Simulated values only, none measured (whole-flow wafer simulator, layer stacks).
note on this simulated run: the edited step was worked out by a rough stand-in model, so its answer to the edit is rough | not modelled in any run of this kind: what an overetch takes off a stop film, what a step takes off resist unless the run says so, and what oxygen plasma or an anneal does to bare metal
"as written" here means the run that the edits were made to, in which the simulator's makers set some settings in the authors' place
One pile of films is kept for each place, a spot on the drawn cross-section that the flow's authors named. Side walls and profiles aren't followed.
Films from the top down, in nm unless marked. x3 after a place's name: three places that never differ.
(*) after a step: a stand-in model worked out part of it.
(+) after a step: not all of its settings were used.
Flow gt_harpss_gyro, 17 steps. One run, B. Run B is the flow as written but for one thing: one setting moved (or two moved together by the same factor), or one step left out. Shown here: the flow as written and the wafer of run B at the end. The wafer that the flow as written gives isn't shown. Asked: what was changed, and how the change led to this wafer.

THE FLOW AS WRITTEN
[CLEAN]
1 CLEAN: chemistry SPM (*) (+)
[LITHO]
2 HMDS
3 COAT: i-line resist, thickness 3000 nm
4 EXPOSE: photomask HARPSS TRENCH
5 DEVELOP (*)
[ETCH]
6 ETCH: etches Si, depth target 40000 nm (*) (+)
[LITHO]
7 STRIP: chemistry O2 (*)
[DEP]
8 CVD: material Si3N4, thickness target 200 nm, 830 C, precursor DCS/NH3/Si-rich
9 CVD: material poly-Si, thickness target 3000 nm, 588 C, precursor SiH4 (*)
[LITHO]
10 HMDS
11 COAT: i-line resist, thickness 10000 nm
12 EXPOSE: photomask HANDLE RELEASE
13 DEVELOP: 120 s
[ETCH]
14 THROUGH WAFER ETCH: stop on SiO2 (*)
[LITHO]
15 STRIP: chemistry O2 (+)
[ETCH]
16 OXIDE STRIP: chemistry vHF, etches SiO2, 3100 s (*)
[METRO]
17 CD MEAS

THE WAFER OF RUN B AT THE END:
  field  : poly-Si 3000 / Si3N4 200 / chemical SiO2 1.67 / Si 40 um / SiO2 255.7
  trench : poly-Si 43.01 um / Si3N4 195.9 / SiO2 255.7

The cause: step 16, OXIDE STRIP: 2248 s was run, where the flow has 3100 s.

How the change led to this, step by step:
  16 OXIDE STRIP: chemistry vHF, etches SiO2, 3100 s (*)
      field: under 4 films: SiO2 -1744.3 (as written it would be: under 4 films: SiO2 -2000 (all of it))
      trench: under 2 films: SiO2 -1744.3 (as written it would be: under 2 films: SiO2 -2000 (all of it))
